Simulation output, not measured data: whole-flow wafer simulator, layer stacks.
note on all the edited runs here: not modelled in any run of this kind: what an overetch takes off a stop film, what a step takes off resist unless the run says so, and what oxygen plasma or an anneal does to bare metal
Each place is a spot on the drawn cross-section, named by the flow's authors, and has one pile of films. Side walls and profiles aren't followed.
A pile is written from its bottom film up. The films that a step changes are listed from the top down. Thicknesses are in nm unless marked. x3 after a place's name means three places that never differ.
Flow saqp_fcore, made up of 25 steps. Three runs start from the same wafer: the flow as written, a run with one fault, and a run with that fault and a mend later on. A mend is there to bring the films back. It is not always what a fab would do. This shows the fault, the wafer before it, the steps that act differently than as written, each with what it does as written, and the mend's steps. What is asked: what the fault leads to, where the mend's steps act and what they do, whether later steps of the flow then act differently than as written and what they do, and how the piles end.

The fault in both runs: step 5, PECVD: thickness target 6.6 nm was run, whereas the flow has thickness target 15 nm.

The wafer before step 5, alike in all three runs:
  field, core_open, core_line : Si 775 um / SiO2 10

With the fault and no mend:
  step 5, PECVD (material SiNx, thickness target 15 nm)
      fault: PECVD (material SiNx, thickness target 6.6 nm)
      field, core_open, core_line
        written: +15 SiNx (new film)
        fault: +6.6 SiNx (new film)
  None of the later steps of the flow acts differently than as written at any place that is followed.
  The piles end different from the flow's at field, core_open, core_line by more than 2% or 0.5 nm, whichever is larger.
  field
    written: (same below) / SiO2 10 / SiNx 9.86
    fault: (same below) / SiO2 10 / SiNx 1.46
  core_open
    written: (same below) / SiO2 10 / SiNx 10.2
    fault: (same below) / SiO2 10 / SiNx 1.78
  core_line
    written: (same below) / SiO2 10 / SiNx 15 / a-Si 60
    fault: (same below) / SiO2 10 / SiNx 6.6 / a-Si 60

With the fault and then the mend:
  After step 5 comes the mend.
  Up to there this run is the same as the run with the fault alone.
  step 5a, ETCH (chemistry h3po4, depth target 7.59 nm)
      field, core_open, core_line
        -6.6 SiNx (all of it)
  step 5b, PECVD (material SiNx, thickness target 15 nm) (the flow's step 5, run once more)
      field, core_open, core_line
        +15 SiNx (new film)
  None of the later steps of the flow acts differently than as written at any place that is followed.
  The piles end the same as the flow's at every place that both follow.
